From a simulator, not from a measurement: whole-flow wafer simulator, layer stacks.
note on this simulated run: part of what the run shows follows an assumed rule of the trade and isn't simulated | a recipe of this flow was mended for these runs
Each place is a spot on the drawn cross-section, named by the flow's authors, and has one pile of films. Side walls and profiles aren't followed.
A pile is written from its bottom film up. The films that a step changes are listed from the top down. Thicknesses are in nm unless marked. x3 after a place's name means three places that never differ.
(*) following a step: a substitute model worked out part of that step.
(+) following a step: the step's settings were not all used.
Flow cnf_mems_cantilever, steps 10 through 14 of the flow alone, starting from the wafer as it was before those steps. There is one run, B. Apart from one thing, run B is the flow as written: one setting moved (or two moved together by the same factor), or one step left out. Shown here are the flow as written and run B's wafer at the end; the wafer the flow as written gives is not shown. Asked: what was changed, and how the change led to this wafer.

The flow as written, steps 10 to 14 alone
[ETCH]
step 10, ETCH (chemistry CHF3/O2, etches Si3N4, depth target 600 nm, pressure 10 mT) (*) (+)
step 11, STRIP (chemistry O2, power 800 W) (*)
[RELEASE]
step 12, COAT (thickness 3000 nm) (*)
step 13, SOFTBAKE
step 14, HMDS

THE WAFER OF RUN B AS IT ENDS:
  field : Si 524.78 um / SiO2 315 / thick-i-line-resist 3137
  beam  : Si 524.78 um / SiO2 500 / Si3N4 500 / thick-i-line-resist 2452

What caused this: step 10, ETCH: depth target 870 nm was run, while the flow as written has depth target 600 nm.

How this came from the change, step by step:
  step 10, ETCH (chemistry CHF3/O2, etches Si3N4, depth target 600 nm, pressure 10 mT) (*) (+)
      field: -500 Si3N4 (all of it), -185 SiO2 (in the flow as written it would be: -500 Si3N4 (all of it), -50 SiO2)
      beam: -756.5 KrF-resist (in the flow as written it would be: -521.7 KrF-resist)
  step 11, STRIP (chemistry O2, power 800 W) (*)
      beam: -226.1 KrF-resist (all of it) (in the flow as written it would be: -460.9 KrF-resist (all of it))
  step 12, COAT (thickness 3000 nm) (*)
      beam: +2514 thick-i-line-resist (new film) (in the flow as written it would be: +2607.6 thick-i-line-resist (new film))
  step 13, SOFTBAKE
      field: +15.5 thick-i-line-resist (in the flow as written it would be: +11.9 thick-i-line-resist)
      beam: -62 thick-i-line-resist (in the flow as written it would be: -47.6 thick-i-line-resist)
